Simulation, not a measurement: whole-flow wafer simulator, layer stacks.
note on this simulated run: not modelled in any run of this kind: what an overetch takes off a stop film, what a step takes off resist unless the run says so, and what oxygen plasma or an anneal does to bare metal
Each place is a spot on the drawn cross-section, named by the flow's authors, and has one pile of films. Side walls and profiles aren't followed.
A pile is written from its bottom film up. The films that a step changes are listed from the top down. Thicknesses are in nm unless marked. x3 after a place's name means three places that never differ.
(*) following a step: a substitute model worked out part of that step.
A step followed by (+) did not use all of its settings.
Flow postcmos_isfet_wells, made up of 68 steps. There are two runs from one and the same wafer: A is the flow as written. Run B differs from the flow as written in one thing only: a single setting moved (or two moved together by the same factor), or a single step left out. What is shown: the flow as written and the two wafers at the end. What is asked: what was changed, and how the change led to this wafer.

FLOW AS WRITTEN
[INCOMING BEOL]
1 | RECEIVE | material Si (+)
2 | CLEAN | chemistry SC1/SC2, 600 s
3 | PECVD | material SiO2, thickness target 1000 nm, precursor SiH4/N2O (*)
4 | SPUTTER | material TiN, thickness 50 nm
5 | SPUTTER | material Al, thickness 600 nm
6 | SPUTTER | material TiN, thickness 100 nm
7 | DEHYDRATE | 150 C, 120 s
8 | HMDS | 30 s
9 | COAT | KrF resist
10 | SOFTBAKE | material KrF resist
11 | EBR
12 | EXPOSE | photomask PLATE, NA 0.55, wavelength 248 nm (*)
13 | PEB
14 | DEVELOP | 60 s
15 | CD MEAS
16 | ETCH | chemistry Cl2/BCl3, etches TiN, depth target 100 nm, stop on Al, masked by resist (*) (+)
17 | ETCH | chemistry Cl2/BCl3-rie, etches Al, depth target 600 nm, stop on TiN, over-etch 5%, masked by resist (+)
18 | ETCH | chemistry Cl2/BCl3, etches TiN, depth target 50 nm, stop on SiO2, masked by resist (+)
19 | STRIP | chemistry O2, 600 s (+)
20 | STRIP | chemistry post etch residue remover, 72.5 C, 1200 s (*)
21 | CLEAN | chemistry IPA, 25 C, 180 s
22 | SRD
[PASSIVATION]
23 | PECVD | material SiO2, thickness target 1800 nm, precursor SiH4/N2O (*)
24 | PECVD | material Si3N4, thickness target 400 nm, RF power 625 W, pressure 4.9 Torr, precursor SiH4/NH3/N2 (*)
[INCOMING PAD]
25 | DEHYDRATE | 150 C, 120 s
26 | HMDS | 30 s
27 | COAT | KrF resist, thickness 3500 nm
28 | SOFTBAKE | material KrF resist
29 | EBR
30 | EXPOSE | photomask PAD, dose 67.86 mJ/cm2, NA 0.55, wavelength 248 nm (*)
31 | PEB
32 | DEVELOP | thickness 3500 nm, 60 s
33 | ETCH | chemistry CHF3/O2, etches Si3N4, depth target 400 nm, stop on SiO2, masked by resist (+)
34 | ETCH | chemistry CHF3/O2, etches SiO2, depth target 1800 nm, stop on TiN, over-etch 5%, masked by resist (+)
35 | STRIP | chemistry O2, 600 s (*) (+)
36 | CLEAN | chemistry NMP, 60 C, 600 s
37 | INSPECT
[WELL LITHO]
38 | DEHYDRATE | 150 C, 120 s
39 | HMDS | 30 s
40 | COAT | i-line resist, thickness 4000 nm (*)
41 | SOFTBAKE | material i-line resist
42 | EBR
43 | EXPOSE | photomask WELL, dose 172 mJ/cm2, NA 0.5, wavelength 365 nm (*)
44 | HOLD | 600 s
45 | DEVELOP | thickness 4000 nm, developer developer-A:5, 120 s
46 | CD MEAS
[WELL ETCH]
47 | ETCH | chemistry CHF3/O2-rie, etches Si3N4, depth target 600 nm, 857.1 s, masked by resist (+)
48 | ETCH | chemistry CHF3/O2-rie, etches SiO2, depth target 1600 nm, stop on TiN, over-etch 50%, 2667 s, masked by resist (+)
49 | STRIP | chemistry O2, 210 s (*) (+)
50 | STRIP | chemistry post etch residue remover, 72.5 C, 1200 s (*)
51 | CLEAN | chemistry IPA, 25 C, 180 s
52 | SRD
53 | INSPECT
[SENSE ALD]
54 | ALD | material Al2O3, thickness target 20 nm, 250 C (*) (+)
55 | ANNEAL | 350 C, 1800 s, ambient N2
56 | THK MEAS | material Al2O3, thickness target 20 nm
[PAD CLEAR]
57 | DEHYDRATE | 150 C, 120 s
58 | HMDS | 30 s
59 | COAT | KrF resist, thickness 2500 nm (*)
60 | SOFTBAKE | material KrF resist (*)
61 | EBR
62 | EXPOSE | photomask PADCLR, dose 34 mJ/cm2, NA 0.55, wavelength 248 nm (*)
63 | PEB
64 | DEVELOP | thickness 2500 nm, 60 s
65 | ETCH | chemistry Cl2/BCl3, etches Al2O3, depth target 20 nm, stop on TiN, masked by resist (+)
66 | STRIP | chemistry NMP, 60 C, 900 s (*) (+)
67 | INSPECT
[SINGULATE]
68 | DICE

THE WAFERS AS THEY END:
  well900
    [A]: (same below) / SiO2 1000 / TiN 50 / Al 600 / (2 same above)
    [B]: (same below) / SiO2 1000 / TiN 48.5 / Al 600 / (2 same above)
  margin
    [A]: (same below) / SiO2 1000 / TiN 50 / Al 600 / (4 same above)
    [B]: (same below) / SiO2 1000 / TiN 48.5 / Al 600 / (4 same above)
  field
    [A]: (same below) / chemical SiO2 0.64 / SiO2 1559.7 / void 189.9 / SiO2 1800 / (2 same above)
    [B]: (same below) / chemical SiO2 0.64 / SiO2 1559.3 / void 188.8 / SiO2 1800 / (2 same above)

Cause: step 4, SPUTTER: thickness 48.5 nm was run, while the flow as written has thickness 50 nm; step 18, ETCH: depth target 48.5 nm was run, where the flow has depth target 50 nm.
One can read it off the wafer: well900 has TiN 48.5, and step 4 as written asks for 50 nm.

Step by step, how the change led to this:
  4 | SPUTTER | material TiN, thickness 50 nm
      field, margin, well900 and 6 more: A +50 TiN (new film) | B +48.5 TiN (new film)
  18 | ETCH | chemistry Cl2/BCl3, etches TiN, depth target 50 nm, stop on SiO2, masked by resist (+)
      margin, well900, well1300, well2000, well3000, pad_rim, pad_clr, pad_open: A -20 KrF resist | B -19.4 KrF resist
      field: A -50 TiN (all of it) | B -48.5 TiN (all of it)
